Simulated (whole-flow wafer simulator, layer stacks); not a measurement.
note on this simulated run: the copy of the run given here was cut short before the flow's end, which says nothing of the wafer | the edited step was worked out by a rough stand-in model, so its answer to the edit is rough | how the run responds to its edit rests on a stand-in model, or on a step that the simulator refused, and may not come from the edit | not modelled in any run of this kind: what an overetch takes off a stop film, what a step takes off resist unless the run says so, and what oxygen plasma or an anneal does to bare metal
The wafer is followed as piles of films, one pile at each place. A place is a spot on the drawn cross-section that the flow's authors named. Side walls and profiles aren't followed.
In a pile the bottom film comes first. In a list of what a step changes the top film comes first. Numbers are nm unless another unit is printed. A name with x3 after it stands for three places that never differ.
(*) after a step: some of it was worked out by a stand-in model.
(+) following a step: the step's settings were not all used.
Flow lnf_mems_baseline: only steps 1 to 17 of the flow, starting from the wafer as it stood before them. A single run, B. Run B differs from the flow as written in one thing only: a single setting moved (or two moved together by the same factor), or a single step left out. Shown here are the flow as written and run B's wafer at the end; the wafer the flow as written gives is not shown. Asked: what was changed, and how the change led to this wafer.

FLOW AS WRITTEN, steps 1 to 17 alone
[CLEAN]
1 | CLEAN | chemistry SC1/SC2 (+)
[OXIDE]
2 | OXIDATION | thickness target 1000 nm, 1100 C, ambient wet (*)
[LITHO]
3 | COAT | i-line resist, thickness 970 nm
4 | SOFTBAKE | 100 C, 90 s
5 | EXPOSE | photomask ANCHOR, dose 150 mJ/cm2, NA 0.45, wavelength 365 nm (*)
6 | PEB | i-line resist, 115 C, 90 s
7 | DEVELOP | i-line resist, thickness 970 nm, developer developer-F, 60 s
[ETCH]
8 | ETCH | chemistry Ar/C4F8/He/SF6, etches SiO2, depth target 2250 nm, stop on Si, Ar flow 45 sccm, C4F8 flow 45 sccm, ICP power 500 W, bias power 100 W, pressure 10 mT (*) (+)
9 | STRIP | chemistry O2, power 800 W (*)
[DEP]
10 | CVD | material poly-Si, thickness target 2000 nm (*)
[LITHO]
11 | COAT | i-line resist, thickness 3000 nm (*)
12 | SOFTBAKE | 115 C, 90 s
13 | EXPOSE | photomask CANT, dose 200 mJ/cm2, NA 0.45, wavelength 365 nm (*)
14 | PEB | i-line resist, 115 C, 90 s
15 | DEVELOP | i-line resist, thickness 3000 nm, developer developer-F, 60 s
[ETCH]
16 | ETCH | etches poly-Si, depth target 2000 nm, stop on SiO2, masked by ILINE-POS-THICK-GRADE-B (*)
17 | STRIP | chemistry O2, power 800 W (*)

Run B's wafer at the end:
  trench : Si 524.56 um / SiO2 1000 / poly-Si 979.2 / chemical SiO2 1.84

The reason: step 16, ETCH: depth target 1020 nm was run, though the flow has depth target 2000 nm.

How this came from the change, step by step:
  16 | ETCH | etches poly-Si, depth target 2000 nm, stop on SiO2, masked by ILINE-POS-THICK-GRADE-B (*)
      trench, char_slit: -1020 poly-Si (it would be, as written: -2000 poly-Si (all of it))
      field, anchor, beam: -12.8 i-line resist (it would be, as written: -25 i-line resist)
  17 | STRIP | chemistry O2, power 800 W (*)
      trench, char_slit: +1.84 chemical SiO2 (new film), -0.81 poly-Si (it would be, as written: nothing)
